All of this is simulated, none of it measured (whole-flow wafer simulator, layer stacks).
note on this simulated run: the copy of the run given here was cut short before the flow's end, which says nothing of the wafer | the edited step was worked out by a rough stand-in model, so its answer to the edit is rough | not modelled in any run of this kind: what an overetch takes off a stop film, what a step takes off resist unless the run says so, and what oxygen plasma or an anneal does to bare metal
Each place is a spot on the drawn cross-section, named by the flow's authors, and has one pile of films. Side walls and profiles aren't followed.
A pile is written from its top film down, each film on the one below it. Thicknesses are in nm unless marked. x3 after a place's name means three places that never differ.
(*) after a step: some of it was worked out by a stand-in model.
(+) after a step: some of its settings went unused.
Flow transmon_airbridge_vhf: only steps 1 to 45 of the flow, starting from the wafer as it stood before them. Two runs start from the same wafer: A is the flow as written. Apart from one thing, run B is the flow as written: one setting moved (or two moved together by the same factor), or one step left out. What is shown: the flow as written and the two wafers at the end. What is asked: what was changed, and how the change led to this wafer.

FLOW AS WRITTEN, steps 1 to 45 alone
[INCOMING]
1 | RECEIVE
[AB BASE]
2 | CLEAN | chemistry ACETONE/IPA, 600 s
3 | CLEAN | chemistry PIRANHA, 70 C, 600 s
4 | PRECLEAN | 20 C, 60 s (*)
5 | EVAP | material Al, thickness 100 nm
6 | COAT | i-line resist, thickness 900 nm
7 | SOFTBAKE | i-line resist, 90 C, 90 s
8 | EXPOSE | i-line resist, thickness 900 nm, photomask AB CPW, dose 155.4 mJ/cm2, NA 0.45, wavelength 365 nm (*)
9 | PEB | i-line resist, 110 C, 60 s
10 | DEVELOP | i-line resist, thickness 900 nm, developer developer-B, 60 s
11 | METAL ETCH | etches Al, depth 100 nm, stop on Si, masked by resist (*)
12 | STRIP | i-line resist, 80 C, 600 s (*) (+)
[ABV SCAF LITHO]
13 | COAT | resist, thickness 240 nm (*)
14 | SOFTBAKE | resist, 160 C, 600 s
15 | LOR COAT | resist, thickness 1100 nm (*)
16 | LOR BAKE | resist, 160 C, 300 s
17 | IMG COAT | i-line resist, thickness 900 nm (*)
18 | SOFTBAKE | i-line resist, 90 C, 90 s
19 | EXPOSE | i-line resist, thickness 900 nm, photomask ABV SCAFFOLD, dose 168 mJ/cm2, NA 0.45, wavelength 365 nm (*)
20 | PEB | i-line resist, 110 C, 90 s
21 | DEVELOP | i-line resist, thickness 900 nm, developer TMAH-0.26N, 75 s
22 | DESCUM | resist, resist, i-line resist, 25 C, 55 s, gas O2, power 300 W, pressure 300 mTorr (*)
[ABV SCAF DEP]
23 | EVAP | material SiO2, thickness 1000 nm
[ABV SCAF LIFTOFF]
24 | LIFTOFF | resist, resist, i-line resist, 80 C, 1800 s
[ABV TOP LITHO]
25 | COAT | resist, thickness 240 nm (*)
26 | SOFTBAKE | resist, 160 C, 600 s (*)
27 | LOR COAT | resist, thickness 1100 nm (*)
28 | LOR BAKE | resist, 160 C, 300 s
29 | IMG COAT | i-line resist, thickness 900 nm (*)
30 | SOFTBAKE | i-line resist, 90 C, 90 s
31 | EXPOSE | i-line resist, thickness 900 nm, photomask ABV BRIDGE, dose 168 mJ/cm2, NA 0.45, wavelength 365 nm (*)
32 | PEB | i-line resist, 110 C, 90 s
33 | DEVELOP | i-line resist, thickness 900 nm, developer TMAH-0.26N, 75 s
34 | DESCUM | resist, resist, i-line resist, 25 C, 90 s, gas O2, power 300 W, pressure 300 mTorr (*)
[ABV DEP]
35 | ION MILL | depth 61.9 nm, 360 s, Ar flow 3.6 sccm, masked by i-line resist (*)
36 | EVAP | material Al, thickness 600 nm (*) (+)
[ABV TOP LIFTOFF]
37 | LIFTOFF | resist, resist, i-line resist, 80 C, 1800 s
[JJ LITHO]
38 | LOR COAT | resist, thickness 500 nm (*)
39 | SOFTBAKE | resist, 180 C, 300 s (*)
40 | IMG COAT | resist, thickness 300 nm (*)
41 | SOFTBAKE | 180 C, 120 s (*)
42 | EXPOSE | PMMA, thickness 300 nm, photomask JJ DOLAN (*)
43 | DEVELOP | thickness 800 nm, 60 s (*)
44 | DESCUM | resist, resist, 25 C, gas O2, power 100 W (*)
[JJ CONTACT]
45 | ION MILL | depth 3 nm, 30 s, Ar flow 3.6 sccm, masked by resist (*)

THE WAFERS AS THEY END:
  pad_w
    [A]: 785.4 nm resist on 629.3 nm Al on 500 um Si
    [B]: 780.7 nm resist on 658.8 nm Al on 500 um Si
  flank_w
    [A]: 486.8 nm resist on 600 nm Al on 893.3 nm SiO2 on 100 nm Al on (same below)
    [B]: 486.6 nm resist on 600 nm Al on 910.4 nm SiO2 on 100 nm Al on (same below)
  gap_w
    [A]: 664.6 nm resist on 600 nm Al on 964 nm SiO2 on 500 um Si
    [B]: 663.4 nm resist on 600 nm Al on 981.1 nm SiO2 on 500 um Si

What caused this: step 35, ION MILL: 189 s was run, though the flow has 360 s.

How this came from the change, step by step:
  35 | ION MILL | depth 61.9 nm, 360 s, Ar flow 3.6 sccm, masked by i-line resist (*)
      field x3, jj_line, ground_far, trace_open_s x2, margin_s, margin_n: A i-line resist loses 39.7 | B i-line resist loses 20.9
      flank_w, gap_w, cpw_trace, gap_e, flank_e, bridge_strip: A SiO2 loses 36 | B SiO2 loses 18.9
      (as well as at 2 more places)
  37 | LIFTOFF | resist, resist, i-line resist, 80 C, 1800 s
      field x3, jj_line, trace_open_s x2: A Al loses 600 (all of it), i-line resist loses 600 (all of it), resist loses 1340 (all of it) | B Al loses 600 (all of it), i-line resist loses 618.8 (all of it), resist loses 1340 (all of it)
      margin_s, margin_n: A Al loses 600 (all of it), i-line resist loses 318.3 (all of it), resist loses 992 (all of it) | B Al loses 600 (all of it), i-line resist loses 337.1 (all of it), resist loses 992 (all of it)
      (as well as at 1 more place)
